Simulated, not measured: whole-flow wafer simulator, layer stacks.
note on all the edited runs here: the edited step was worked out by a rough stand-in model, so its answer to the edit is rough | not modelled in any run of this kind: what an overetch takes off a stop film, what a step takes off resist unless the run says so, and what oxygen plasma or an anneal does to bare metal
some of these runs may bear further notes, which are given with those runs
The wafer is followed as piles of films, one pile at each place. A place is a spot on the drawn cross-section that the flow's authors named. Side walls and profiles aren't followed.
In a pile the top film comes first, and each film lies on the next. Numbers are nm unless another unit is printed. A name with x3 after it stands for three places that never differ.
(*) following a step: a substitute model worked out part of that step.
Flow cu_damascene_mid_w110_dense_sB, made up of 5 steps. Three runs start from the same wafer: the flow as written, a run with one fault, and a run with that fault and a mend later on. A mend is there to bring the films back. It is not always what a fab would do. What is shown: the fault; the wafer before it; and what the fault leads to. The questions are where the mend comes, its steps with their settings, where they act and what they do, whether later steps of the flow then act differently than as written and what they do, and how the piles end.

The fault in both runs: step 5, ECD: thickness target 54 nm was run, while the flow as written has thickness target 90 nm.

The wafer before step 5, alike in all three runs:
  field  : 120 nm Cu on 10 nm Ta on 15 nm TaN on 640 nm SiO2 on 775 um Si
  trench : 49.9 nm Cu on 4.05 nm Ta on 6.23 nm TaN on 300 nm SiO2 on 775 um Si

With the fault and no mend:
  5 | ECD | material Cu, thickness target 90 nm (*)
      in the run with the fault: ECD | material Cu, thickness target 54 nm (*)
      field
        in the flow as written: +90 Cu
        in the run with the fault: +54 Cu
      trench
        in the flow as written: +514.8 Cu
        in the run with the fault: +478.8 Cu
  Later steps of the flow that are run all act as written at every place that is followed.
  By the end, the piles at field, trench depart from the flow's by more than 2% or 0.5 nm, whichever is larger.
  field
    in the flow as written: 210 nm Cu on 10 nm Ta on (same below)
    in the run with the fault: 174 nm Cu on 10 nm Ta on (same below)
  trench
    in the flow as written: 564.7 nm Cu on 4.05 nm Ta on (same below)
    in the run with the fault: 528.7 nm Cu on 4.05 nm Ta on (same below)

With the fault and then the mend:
  The mend follows step 5.
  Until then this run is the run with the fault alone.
  5a | ECD | material Cu, thickness target 36 nm (a further turn of the flow's step 5, with different settings)
      field, trench
        +36 Cu
  Later steps of the flow that are run all act as written at every place that is followed.
  The piles end the same as the flow's at every place that both follow.
